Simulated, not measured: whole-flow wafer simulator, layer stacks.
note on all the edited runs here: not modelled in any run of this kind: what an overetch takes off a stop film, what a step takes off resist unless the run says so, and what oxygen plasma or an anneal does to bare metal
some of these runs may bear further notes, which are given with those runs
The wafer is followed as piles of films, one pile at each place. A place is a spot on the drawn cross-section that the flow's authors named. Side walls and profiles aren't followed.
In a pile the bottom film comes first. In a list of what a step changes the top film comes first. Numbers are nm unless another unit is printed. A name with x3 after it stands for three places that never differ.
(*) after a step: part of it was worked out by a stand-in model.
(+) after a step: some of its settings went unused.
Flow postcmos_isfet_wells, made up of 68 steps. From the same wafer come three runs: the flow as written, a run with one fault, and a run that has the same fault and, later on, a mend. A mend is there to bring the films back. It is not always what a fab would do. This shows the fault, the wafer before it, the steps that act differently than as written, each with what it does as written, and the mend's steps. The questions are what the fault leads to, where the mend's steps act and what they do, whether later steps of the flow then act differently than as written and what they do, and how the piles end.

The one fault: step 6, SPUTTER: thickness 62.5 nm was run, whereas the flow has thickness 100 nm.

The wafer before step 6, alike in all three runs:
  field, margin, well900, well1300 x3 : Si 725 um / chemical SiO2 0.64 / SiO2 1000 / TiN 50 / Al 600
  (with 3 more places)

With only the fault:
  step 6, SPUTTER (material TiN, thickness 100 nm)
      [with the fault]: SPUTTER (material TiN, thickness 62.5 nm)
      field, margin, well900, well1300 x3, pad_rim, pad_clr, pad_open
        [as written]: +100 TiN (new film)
        [with the fault]: +62.5 TiN (new film)
  Later steps of the flow acting differently than as written (1 more step, not shown, differs only slightly: by at most 2% or 0.5 nm, whichever is larger):
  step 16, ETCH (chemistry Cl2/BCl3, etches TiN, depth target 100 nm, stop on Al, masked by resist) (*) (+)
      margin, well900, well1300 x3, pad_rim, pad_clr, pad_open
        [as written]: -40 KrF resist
        [with the fault]: -37.5 KrF resist
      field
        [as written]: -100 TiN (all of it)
        [with the fault]: -62.5 TiN (all of it)
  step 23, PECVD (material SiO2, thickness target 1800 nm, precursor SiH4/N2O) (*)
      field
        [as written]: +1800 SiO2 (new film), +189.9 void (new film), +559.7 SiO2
        [with the fault]: +1800 SiO2 (new film), +161.9 void (new film), +550.2 SiO2
  By the end, the piles at field, margin, well900, well1300 x3, pad_rim, pad_clr, pad_open depart from the flow's by more than 2% or 0.5 nm, whichever is larger.
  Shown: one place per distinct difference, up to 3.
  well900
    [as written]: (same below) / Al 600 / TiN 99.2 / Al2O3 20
    [with the fault]: (same below) / Al 600 / TiN 61.7 / Al2O3 20
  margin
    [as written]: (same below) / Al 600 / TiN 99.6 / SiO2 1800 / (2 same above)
    [with the fault]: (same below) / Al 600 / TiN 62.1 / SiO2 1800 / (2 same above)
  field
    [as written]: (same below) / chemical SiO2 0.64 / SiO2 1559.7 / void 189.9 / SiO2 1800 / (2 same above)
    [with the fault]: (same below) / chemical SiO2 0.64 / SiO2 1550.2 / void 161.9 / SiO2 1800 / (2 same above)

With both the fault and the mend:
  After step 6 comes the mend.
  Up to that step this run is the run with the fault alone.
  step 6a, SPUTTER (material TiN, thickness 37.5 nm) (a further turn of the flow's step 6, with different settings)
      field, margin, well900, well1300 x3, pad_rim, pad_clr, pad_open
        +37.5 TiN
  None of the later steps of the flow acts differently than as written at any place that is followed.
  The piles end the same as the flow's at every place that both follow.
